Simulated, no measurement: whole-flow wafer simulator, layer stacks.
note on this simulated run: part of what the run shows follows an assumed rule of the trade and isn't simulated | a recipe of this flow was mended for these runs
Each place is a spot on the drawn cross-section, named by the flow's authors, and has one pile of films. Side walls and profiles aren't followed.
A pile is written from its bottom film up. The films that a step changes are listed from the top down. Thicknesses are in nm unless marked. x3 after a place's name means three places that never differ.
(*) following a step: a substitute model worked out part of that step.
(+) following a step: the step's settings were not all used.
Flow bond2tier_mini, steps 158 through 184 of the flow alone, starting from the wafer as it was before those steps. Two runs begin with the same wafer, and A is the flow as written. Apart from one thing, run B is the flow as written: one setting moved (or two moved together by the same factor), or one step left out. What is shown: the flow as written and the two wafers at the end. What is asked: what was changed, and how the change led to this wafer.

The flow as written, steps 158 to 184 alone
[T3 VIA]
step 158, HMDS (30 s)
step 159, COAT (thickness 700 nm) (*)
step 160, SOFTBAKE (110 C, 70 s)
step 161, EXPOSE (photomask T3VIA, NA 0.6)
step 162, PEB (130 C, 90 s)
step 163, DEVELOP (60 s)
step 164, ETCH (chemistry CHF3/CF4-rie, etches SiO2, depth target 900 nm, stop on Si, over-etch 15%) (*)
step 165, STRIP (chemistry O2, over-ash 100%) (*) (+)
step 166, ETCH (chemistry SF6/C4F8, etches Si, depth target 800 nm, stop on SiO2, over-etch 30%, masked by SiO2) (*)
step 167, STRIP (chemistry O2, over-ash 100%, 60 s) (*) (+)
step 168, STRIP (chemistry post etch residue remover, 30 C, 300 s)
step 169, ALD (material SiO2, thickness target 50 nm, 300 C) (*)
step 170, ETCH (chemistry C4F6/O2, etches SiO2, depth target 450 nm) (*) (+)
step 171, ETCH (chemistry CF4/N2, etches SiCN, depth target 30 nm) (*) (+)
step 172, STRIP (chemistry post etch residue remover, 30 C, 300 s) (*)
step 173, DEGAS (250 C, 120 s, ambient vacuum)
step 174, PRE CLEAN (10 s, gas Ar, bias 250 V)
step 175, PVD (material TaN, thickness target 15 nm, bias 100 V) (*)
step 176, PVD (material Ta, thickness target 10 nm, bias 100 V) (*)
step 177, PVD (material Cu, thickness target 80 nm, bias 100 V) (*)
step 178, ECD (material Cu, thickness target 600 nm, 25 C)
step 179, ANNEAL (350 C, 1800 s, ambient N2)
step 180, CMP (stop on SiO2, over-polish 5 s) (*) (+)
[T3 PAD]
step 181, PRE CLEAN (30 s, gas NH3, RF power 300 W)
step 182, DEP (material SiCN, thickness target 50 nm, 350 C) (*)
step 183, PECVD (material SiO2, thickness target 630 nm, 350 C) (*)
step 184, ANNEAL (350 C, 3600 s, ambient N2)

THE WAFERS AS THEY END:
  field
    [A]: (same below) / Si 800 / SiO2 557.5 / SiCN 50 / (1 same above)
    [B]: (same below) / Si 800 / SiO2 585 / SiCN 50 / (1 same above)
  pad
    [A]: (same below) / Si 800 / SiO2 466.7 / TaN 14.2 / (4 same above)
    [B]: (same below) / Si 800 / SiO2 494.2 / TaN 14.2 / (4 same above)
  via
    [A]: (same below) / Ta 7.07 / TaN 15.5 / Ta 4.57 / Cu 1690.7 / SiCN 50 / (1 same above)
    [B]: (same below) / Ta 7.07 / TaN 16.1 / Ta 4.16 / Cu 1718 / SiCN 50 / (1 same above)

Cause: step 169, ALD: thickness target 77.5 nm was run, though the flow has thickness target 50 nm.

The path from the change to this, step by step:
  step 169, ALD (material SiO2, thickness target 50 nm, 300 C) (*)
      field, pad, via: A +50 SiO2 | B +77.5 SiO2
  step 170, ETCH (chemistry C4F6/O2, etches SiO2, depth target 450 nm) (*) (+)
      via: A -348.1 SiO2 (all of it), -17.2 SiCN | B -375.6 SiO2 (all of it), -12.5 SiCN
  step 171, ETCH (chemistry CF4/N2, etches SiCN, depth target 30 nm) (*) (+)
      via: A -17.6 SiCN (all of it), -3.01 TaN | B -22.3 SiCN (all of it), -1.88 TaN
  step 175, PVD (material TaN, thickness target 15 nm, bias 100 V) (*)
      via: A +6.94 TaN | B +6.35 TaN
  step 177, PVD (material Cu, thickness target 80 nm, bias 100 V) (*)
      via: A +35 Cu (new film) | B +31.7 Cu (new film)
